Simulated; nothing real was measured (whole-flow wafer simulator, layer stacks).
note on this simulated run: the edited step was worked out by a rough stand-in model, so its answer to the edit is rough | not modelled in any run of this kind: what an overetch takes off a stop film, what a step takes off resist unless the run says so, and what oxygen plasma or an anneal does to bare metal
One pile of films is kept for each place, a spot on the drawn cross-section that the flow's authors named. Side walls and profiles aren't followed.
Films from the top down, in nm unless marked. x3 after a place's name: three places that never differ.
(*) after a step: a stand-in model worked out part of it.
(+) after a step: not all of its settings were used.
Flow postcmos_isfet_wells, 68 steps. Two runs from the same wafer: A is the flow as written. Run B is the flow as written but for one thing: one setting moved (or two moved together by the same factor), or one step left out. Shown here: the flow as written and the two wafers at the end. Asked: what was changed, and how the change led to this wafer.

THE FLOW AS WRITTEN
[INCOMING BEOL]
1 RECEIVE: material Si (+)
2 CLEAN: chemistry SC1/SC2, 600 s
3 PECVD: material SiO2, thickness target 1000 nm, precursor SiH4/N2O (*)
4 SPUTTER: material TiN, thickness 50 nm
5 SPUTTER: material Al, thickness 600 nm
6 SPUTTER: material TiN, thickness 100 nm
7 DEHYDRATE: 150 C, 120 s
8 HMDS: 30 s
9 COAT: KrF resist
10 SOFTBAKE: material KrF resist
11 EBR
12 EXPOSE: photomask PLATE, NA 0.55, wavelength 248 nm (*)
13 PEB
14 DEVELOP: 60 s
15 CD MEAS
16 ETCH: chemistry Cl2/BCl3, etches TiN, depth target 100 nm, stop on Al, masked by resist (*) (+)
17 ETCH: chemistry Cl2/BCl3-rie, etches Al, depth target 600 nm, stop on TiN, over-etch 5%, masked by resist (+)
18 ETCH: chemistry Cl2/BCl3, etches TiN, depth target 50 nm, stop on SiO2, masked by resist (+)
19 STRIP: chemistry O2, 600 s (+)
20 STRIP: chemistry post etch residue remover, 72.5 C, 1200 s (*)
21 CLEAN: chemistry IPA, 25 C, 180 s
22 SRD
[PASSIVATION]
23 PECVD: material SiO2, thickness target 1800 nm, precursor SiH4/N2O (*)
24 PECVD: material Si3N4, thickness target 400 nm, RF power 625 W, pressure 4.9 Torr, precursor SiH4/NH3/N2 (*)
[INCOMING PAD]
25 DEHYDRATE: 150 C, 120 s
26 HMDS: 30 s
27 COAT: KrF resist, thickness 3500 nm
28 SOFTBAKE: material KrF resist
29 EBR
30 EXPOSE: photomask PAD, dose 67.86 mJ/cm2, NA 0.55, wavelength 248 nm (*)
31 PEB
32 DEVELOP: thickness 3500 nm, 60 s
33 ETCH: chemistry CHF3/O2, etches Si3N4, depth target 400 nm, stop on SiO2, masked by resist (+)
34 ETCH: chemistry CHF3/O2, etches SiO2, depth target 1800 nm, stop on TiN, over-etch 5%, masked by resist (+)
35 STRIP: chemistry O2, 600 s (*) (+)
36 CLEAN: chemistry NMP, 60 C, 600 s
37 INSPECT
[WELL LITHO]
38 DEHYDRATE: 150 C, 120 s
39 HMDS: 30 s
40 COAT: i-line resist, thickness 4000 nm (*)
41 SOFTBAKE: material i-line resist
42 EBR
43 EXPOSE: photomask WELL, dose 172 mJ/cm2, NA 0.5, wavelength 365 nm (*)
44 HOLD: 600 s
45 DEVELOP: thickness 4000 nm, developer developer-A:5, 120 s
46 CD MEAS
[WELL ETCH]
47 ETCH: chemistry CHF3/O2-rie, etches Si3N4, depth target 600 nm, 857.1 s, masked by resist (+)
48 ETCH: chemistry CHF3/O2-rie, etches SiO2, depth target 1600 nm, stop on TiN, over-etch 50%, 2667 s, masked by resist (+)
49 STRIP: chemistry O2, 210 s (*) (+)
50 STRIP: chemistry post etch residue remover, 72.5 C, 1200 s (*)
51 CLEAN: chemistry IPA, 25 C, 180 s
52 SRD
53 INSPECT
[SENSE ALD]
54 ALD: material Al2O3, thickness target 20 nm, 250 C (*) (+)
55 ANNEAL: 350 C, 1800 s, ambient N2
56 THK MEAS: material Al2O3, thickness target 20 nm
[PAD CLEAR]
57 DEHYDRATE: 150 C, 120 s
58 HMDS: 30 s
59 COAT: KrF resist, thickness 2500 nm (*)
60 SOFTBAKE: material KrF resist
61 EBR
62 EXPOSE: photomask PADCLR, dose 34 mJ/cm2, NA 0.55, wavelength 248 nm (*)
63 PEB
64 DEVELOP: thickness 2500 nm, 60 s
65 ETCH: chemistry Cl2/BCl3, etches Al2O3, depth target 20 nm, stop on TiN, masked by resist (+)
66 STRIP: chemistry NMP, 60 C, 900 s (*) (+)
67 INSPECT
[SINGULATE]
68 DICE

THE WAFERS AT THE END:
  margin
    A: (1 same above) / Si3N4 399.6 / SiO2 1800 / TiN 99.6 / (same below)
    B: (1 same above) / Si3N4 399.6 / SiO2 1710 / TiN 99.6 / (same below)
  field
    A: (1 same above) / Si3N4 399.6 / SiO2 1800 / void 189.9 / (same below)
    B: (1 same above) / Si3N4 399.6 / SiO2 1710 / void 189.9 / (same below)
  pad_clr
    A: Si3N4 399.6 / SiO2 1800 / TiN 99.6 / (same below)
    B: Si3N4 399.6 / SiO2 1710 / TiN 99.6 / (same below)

The cause: step 23, PECVD: thickness target 1710 nm was run, where the flow has thickness target 1800 nm.
It can be read off the wafer: margin has SiO2 1710, and step 23 as written asks for 1800 nm.

How the change led to this, step by step:
  23 PECVD: material SiO2, thickness target 1800 nm, precursor SiH4/N2O (*)
      margin, well900, well1300 x3, pad_rim, pad_clr, pad_open: A SiO2 +1800 (new film) | B SiO2 +1710 (new film)
      field: A SiO2 +1800 (new film), void +189.9 (new film), SiO2 +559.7 | B SiO2 +1710 (new film), void +189.9 (new film), SiO2 +559.7
  34 ETCH: chemistry CHF3/O2, etches SiO2, depth target 1800 nm, stop on TiN, over-etch 5%, masked by resist (+)
      pad_open: A SiO2 -1800 (all of it) | B SiO2 -1710 (all of it)
  41 SOFTBAKE: material i-line resist
      pad_clr: A i-line resist -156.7 | B i-line resist -147.7
      pad_open: A i-line resist +115.3 | B i-line resist +111.3
  48 ETCH: chemistry CHF3/O2-rie, etches SiO2, depth target 1600 nm, stop on TiN, over-etch 50%, 2667 s, masked by resist (+)
      well900, well1300 x3: A SiO2 -1600 (all of it) | B SiO2 -1510 (all of it)
  59 COAT: KrF resist, thickness 2500 nm (*)
      field: A KrF resist +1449 (new film) | B KrF resist +1492 (new film)
      margin: A KrF resist +1448.9 (new film) | B KrF resist +1491.9 (new film)
  66 STRIP: chemistry NMP, 60 C, 900 s (*) (+)
      field, margin: A KrF resist -1400.1 (all of it) | B KrF resist -1442.8 (all of it)
